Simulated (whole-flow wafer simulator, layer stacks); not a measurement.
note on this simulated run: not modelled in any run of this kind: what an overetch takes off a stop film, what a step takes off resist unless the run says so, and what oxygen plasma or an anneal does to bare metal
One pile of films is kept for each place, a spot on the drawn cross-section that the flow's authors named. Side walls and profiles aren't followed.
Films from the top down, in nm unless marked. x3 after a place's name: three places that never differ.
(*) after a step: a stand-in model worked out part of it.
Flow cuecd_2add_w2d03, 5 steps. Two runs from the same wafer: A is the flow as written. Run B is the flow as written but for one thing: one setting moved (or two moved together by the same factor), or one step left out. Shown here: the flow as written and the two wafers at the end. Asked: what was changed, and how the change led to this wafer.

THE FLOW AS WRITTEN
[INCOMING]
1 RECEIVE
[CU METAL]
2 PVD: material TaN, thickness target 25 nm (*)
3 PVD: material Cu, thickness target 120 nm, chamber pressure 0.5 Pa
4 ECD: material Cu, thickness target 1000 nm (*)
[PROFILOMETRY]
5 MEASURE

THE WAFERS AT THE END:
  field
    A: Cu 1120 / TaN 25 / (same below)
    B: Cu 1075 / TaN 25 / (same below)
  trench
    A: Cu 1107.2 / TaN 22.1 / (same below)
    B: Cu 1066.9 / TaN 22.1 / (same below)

The cause: step 3, PVD: thickness target 75 nm was run, where the flow has thickness target 120 nm.

How the change led to this, step by step:
  3 PVD: material Cu, thickness target 120 nm, chamber pressure 0.5 Pa
      field: A Cu +120 (new film) | B Cu +75 (new film)
      trench: A Cu +107.2 (new film) | B Cu +66.9 (new film)
